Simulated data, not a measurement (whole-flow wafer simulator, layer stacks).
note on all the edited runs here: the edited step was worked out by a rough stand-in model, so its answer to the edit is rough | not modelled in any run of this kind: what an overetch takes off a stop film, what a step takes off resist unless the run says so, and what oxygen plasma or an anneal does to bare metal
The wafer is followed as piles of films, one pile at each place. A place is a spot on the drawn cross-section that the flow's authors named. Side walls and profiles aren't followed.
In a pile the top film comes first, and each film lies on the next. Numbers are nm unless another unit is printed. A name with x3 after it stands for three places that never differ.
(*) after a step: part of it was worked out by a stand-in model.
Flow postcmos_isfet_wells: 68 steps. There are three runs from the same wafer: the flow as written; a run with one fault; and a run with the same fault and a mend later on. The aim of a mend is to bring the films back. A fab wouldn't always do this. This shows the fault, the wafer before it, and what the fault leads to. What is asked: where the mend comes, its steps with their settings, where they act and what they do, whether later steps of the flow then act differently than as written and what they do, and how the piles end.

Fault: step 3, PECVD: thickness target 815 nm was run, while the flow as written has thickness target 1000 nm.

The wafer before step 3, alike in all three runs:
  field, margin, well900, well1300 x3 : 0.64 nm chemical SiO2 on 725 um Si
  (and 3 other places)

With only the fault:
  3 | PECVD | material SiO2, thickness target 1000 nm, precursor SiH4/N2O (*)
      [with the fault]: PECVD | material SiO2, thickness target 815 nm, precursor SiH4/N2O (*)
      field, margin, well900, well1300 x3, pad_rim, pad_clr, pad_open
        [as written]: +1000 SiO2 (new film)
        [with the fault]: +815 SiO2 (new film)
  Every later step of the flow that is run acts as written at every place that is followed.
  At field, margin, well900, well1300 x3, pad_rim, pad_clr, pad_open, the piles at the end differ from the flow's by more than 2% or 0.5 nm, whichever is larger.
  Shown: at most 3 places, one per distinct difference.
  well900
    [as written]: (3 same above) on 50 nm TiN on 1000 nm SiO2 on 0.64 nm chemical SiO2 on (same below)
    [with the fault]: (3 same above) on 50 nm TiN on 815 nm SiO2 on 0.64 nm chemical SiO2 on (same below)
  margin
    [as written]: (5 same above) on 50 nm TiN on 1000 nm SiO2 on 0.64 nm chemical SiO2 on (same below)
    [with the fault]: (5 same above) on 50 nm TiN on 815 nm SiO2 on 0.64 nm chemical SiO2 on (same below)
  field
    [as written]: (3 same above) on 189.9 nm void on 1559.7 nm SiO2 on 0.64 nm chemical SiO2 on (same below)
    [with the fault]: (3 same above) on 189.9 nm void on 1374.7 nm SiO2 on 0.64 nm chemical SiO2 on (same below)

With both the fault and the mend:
  The mend stands after step 3.
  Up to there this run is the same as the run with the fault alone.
  3a | ETCH | chemistry boe, depth target 937.2 nm
      field, margin, well900, well1300 x3, pad_rim, pad_clr, pad_open
        -815 SiO2 (all of it), -0.64 chemical SiO2 (all of it)
  3b | PECVD | material SiO2, thickness target 1000 nm, precursor SiH4/N2O (the flow's step 3, run once more)
      field, margin, well900, well1300 x3, pad_rim, pad_clr, pad_open
        +1000 SiO2 (new film)
  Every later step of the flow that is run acts as written at every place that is followed.
  At field, margin, well900, well1300 x3, pad_rim, pad_clr, pad_open, the piles at the end differ from the flow's by more than 2% or 0.5 nm, whichever is larger.
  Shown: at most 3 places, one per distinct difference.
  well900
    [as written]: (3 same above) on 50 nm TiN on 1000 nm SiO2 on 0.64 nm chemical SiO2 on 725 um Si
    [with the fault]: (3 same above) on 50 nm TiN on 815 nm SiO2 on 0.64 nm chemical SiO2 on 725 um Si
    [with the mend]: (3 same above) on 50 nm TiN on 1000 nm SiO2 on 725 um Si
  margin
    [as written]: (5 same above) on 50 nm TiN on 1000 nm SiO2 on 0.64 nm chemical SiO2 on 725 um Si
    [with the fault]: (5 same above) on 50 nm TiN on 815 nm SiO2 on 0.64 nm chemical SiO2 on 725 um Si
    [with the mend]: (5 same above) on 50 nm TiN on 1000 nm SiO2 on 725 um Si
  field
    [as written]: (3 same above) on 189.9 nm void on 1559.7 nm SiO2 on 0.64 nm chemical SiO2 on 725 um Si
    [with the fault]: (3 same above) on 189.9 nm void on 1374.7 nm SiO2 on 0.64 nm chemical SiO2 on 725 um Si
    [with the mend]: (3 same above) on 189.9 nm void on 1559.7 nm SiO2 on 725 um Si
